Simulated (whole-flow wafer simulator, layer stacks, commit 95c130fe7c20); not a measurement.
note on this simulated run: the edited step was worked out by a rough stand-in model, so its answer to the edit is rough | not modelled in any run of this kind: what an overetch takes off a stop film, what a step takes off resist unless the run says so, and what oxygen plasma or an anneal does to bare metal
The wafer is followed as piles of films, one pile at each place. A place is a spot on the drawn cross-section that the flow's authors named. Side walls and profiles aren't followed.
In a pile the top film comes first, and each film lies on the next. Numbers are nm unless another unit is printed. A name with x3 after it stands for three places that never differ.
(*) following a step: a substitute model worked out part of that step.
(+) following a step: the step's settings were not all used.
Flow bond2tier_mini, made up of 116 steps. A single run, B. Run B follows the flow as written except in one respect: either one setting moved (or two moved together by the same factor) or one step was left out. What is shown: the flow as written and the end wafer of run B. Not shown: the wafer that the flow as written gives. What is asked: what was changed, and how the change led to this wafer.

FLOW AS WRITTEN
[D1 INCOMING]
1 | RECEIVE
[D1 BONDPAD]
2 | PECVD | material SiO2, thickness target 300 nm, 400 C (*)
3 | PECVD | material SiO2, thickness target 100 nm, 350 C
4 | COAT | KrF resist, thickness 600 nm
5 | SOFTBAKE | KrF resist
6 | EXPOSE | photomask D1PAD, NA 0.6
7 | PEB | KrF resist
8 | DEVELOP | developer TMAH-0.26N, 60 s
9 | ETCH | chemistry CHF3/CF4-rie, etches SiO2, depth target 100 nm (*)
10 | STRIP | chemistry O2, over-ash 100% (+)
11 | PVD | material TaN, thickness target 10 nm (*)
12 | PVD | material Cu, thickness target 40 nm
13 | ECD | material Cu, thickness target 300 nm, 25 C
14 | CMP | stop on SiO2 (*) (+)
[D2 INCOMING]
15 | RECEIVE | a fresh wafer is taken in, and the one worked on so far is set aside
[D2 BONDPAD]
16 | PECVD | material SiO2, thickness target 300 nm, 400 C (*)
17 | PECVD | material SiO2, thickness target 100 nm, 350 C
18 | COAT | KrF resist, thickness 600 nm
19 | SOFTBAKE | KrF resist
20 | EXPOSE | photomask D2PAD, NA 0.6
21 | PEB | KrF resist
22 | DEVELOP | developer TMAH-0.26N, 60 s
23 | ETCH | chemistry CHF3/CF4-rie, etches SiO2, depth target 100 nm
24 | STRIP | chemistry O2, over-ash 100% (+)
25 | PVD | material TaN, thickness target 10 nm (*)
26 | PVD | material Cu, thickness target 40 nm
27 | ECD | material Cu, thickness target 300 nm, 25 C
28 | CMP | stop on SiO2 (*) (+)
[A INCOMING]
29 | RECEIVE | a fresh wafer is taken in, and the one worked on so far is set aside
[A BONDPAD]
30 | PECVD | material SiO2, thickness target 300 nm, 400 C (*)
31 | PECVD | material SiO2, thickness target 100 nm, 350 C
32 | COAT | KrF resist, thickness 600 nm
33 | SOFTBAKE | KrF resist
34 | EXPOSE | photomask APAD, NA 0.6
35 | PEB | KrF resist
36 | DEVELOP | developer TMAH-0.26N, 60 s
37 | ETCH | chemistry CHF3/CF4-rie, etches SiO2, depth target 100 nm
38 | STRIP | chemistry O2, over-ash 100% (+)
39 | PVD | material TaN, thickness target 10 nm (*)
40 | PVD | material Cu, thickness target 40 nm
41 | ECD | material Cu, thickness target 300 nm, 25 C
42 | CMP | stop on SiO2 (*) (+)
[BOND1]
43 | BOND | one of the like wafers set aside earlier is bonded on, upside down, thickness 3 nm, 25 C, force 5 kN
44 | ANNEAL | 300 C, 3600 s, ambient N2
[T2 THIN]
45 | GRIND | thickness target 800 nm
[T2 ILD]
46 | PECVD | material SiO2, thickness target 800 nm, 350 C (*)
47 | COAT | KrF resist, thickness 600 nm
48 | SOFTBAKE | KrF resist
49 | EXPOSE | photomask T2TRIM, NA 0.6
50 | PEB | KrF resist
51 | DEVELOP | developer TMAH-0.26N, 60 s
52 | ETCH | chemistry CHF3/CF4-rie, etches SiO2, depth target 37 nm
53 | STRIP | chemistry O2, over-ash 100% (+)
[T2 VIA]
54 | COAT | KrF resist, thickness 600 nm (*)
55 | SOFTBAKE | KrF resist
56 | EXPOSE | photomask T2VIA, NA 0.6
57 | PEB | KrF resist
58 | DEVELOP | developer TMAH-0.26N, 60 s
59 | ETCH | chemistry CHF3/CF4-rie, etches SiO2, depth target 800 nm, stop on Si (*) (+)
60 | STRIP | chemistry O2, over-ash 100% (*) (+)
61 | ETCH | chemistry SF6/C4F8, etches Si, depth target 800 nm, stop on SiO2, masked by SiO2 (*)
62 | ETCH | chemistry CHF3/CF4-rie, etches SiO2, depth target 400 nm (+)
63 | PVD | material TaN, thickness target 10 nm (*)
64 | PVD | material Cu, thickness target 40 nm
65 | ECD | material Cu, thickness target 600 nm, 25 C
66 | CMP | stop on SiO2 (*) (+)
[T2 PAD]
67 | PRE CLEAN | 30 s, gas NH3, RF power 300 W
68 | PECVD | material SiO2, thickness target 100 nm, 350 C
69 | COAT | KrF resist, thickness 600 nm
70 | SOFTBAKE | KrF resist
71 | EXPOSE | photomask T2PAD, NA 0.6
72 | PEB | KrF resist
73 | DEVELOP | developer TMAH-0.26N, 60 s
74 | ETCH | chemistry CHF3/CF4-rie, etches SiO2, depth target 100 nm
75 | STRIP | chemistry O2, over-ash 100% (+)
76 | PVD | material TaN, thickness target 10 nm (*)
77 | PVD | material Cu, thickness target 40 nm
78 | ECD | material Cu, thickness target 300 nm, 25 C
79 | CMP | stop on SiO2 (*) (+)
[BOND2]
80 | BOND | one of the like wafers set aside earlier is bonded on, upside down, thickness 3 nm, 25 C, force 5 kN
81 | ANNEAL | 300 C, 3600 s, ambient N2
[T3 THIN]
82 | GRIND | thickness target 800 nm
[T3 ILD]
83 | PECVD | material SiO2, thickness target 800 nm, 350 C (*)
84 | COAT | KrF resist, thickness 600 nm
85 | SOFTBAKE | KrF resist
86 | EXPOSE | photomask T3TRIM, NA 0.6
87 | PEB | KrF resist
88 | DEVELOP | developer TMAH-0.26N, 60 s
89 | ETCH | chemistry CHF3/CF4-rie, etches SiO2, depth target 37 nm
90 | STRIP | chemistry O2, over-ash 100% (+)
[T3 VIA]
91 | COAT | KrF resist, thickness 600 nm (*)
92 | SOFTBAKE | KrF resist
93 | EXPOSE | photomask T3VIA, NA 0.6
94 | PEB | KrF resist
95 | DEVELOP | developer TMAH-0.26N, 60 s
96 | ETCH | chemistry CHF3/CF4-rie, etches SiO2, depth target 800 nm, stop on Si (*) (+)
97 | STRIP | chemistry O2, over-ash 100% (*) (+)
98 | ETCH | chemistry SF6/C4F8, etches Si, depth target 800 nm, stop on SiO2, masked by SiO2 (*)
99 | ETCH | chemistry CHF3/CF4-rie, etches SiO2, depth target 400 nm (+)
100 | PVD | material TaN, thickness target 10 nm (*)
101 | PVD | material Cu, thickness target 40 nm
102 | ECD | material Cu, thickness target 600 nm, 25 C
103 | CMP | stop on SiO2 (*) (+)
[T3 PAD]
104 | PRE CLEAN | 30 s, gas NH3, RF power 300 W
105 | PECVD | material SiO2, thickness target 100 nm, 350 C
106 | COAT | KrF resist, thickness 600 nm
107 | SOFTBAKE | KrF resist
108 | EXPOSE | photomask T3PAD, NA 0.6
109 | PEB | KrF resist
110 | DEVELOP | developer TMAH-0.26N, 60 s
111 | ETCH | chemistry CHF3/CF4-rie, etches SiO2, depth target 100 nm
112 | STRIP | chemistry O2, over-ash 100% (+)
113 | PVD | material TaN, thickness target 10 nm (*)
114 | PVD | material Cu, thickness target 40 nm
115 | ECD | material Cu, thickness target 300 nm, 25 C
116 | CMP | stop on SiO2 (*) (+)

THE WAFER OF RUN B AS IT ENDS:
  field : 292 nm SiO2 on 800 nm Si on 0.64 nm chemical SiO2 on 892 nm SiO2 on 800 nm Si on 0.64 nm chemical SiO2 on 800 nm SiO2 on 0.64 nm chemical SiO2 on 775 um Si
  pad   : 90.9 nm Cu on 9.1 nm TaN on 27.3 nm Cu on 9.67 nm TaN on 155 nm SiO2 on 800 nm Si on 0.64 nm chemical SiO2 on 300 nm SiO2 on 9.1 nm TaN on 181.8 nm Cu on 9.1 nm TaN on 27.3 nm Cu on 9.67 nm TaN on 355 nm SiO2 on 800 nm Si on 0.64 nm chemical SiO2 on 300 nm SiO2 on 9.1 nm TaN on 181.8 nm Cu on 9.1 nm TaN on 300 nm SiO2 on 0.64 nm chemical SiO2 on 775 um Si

Cause: step 83, PECVD: thickness target 600 nm was run, though the flow has thickness target 800 nm.

Step by step, how the change led to this:
  83 | PECVD | material SiO2, thickness target 800 nm, 350 C (*)
      field, pad: +600 SiO2 (new film) (it would be, as written: +800 SiO2 (new film))
